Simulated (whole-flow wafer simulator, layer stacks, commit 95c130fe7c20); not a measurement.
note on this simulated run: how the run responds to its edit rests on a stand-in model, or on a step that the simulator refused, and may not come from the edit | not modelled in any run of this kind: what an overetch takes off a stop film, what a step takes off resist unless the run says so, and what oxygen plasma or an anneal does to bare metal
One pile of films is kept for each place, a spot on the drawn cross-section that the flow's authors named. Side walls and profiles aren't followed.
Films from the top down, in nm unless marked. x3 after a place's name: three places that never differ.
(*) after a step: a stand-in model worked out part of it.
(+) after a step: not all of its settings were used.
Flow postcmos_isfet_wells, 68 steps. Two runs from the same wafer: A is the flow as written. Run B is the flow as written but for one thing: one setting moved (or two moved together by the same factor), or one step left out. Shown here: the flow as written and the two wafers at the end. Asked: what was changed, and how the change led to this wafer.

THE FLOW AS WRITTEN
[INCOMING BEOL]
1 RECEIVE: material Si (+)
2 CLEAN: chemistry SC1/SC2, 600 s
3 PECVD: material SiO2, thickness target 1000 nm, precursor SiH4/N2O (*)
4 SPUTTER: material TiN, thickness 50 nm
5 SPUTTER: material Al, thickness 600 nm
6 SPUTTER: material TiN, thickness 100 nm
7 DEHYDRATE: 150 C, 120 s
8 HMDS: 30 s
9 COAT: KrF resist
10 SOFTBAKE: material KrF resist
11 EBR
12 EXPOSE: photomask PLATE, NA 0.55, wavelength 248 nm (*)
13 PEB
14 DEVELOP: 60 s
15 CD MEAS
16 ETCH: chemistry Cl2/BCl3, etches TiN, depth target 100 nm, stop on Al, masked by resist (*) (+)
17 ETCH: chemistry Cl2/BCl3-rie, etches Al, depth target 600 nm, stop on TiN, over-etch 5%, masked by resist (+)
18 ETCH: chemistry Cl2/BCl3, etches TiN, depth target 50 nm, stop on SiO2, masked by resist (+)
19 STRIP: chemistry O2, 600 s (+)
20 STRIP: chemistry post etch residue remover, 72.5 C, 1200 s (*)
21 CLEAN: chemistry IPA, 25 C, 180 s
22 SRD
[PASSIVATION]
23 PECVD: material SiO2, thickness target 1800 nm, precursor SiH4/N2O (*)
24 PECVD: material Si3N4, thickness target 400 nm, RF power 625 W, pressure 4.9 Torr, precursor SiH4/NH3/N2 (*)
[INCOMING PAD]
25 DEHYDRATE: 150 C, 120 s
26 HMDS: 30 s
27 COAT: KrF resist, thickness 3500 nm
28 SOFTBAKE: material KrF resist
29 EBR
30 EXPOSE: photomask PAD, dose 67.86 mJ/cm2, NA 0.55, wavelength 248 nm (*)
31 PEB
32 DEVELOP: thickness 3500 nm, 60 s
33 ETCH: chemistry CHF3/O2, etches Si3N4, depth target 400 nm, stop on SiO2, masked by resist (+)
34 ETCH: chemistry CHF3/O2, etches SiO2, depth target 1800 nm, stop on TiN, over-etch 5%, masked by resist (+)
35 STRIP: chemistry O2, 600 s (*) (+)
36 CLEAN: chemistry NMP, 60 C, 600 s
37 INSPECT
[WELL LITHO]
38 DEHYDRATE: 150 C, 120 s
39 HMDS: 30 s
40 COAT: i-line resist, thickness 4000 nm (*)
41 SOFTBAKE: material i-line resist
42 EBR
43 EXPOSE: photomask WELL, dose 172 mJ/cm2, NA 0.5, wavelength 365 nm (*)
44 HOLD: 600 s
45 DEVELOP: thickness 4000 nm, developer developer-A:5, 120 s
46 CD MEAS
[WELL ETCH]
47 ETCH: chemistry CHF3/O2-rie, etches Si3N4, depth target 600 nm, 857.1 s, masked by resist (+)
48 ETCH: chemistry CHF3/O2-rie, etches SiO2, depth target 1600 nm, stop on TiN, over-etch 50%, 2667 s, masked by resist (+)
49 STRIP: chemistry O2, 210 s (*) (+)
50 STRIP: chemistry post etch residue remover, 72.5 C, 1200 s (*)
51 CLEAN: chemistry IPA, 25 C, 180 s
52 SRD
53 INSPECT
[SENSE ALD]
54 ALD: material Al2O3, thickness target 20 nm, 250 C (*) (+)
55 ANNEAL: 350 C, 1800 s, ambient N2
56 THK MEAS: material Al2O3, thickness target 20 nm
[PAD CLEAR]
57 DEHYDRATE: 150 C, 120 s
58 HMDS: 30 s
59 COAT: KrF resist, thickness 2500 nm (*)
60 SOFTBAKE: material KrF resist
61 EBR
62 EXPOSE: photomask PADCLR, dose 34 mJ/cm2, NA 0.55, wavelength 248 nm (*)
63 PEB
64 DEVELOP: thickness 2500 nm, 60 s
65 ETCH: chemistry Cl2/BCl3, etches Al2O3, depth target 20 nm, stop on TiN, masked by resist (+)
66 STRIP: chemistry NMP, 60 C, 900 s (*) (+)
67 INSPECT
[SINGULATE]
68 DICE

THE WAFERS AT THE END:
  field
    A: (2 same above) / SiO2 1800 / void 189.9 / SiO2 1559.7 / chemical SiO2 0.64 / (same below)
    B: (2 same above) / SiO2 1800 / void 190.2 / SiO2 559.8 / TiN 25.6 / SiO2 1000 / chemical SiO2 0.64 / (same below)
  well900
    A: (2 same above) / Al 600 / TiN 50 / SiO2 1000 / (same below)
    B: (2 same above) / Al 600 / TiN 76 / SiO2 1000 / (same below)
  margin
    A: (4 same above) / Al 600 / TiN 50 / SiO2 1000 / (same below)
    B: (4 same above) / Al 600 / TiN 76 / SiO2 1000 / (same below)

The cause: step 4, SPUTTER: thickness 76 nm was run, where the flow has thickness 50 nm.
It can be read off the wafer: well900 has TiN 76, and step 4 as written asks for 50 nm.

How the change led to this, step by step:
  4 SPUTTER: material TiN, thickness 50 nm
      field, margin, well900, well1300 x3, pad_rim, pad_clr, pad_open: A TiN +50 (new film) | B TiN +76 (new film)
  18 ETCH: chemistry Cl2/BCl3, etches TiN, depth target 50 nm, stop on SiO2, masked by resist (+)
      field: A TiN -50 (all of it) | B TiN -50
  23 PECVD: material SiO2, thickness target 1800 nm, precursor SiH4/N2O (*)
      field: A SiO2 +1800 (new film), void +189.9 (new film), SiO2 +559.7 | B SiO2 +1800 (new film), void +190.2 (new film), SiO2 +559.8 (new film)
Counting metal films that touch as one body, field has 1 body; the flow as written gives 0 bodies.
